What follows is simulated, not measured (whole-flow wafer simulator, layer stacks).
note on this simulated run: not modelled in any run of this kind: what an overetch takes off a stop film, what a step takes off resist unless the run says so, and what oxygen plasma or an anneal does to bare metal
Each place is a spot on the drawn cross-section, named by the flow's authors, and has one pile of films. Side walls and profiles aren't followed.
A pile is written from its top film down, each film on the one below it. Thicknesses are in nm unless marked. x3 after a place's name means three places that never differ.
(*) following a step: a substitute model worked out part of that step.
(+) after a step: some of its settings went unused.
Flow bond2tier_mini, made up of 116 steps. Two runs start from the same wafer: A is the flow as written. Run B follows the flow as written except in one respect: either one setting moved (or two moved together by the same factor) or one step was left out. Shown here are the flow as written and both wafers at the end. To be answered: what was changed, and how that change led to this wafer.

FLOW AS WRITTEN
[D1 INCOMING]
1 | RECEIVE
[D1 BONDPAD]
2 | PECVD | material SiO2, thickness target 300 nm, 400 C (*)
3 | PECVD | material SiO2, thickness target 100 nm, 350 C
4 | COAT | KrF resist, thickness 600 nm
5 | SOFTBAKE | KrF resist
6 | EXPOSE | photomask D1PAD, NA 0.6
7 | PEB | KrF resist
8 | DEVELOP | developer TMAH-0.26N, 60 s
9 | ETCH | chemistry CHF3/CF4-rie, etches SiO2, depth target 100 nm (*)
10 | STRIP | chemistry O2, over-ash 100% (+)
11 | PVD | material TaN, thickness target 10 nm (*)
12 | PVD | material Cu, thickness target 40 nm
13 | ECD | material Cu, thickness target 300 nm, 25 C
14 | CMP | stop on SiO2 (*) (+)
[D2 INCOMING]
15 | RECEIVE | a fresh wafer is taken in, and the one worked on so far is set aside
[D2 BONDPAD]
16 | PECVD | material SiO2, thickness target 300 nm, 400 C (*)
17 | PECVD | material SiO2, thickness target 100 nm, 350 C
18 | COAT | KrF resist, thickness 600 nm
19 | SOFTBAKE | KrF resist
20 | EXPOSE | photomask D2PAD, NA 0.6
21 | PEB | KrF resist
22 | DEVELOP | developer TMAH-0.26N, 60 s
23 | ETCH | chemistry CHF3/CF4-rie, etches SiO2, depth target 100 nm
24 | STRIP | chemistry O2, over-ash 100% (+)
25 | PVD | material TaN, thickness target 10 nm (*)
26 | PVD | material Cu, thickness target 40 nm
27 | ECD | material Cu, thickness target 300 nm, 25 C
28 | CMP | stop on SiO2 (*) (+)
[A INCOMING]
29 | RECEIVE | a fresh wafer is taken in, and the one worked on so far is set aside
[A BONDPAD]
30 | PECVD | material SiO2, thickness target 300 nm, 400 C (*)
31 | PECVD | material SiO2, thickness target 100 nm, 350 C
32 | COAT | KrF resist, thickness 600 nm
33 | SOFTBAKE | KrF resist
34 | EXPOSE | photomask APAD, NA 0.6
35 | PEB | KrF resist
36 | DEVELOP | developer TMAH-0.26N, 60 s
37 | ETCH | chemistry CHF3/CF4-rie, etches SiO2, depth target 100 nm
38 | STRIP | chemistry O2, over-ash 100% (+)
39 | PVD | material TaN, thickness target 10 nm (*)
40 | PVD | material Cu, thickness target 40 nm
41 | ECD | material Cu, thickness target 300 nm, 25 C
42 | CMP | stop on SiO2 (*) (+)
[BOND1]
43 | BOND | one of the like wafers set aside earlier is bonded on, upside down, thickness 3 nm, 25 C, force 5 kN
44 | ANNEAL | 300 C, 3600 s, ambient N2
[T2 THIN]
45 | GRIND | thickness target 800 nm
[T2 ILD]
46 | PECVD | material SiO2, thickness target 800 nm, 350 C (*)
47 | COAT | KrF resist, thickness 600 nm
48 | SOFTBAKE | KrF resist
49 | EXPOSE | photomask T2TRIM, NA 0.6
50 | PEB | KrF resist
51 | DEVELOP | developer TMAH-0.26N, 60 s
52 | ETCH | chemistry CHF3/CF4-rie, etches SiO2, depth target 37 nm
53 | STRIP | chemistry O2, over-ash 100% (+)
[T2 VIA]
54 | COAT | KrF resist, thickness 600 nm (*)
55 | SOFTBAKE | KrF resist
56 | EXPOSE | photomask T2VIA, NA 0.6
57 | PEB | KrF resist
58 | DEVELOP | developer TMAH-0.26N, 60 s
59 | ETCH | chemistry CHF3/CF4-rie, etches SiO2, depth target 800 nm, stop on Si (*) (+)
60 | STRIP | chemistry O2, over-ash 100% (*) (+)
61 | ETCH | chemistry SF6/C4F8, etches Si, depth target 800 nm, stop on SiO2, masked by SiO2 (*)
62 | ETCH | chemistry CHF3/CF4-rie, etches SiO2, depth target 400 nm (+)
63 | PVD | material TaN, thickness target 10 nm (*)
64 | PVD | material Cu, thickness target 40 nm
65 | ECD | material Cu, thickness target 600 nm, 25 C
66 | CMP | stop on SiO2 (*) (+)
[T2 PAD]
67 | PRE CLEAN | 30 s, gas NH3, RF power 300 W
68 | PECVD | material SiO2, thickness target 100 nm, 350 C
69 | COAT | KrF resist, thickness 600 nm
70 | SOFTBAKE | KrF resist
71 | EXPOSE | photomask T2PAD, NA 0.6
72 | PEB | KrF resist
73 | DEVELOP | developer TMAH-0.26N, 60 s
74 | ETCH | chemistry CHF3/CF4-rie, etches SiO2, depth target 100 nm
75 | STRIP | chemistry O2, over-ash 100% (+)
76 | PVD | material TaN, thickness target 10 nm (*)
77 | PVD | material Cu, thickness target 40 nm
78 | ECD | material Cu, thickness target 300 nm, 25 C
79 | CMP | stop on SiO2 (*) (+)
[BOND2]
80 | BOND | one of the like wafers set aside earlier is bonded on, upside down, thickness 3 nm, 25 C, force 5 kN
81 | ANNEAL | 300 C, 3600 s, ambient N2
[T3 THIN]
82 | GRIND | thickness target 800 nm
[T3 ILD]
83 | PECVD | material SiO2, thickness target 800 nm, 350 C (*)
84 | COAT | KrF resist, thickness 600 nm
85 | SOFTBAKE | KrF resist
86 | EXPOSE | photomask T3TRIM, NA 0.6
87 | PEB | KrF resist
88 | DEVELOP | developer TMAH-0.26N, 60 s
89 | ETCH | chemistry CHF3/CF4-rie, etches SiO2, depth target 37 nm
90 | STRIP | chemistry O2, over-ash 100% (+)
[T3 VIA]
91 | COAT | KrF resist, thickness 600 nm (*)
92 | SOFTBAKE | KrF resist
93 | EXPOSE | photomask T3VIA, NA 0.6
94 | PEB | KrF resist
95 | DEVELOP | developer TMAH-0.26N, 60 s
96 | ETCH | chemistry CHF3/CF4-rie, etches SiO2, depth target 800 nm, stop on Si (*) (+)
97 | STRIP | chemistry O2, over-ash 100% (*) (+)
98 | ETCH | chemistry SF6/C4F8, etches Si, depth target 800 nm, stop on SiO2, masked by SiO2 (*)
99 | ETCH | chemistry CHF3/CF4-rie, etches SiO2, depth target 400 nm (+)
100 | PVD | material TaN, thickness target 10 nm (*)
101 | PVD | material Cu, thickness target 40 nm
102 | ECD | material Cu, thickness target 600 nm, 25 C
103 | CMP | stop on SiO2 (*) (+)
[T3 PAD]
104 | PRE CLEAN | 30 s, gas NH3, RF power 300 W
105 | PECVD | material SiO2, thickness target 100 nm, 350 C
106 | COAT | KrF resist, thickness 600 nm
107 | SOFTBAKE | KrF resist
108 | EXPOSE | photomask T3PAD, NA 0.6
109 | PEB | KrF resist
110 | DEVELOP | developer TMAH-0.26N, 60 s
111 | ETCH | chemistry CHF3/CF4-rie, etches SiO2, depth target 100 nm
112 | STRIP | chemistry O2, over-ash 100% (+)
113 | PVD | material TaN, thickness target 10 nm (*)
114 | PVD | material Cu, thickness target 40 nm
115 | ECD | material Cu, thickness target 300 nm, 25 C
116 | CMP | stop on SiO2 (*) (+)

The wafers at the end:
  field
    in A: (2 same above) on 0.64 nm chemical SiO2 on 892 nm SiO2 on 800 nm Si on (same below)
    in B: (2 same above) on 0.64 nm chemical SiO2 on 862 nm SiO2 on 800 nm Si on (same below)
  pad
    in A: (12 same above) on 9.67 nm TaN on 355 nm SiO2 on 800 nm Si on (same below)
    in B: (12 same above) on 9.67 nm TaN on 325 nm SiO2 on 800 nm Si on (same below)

Cause: step 62, ETCH: depth target 430 nm was run, whereas the flow has depth target 400 nm.

How this came from the change, step by step:
  62 | ETCH | chemistry CHF3/CF4-rie, etches SiO2, depth target 400 nm (+)
      field, pad: A SiO2 loses 400 | B SiO2 loses 430
